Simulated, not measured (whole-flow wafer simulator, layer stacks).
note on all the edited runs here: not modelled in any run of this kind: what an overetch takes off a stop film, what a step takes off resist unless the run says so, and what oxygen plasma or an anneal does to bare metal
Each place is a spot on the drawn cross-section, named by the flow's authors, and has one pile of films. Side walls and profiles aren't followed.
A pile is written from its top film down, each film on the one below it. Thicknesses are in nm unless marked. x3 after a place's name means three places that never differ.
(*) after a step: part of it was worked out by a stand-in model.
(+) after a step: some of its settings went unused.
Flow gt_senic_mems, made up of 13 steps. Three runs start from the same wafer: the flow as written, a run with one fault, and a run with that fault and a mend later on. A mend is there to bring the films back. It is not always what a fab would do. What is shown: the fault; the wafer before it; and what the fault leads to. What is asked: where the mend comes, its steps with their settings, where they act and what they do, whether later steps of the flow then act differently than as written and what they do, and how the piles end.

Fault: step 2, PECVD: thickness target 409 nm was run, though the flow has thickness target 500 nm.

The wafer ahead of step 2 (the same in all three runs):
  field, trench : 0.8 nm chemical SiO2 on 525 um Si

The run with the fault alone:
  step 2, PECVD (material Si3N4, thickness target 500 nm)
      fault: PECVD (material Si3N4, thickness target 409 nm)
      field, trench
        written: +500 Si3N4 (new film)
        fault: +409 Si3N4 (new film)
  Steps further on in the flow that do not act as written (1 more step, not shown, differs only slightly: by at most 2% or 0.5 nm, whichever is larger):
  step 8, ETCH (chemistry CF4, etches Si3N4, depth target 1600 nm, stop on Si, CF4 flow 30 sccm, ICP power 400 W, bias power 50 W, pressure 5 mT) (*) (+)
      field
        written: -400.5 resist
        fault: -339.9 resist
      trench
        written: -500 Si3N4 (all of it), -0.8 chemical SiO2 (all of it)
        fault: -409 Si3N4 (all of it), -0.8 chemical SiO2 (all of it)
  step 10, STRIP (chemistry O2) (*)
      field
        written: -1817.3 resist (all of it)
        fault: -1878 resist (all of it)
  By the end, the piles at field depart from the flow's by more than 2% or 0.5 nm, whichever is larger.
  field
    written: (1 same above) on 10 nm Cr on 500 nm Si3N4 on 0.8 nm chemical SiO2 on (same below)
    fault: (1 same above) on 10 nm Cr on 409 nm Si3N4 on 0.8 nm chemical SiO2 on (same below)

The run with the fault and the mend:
  The mend stands after step 7.
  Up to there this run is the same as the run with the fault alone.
  step 7a, STRIP (chemistry O2) (*)
      field
        -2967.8 resist (all of it)
  step 7b, PECVD (material Si3N4, thickness target 91 nm) (the flow's step 2 again, with other settings)
      field, trench
        +91 Si3N4
  step 7c, HMDS (the flow's step 3 again)
      alters no film at any place that is followed
  step 7d, COAT (resist, thickness 3000 nm) (the flow's step 4 again)
      field, trench
        +3000 resist (new film)
  step 7e, SOFTBAKE (resist) (the flow's step 5 again)
      alters no film at any place that is followed
  step 7f, EXPOSE (photomask DEVICE, dose 108.9 mJ/cm2, wavelength 405 nm) (*) (the flow's step 6 again)
      alters no film at any place that is followed
  step 7g, DEVELOP (resist, thickness 3000 nm, developer developer-E, 60 s) (the flow's step 7 again)
      field
        -32.2 resist
      trench
        -3000 resist (all of it)
  Every later step of the flow that is run acts as written at every place that is followed.
  By the end, the piles equal the flow's at every place that both follow.
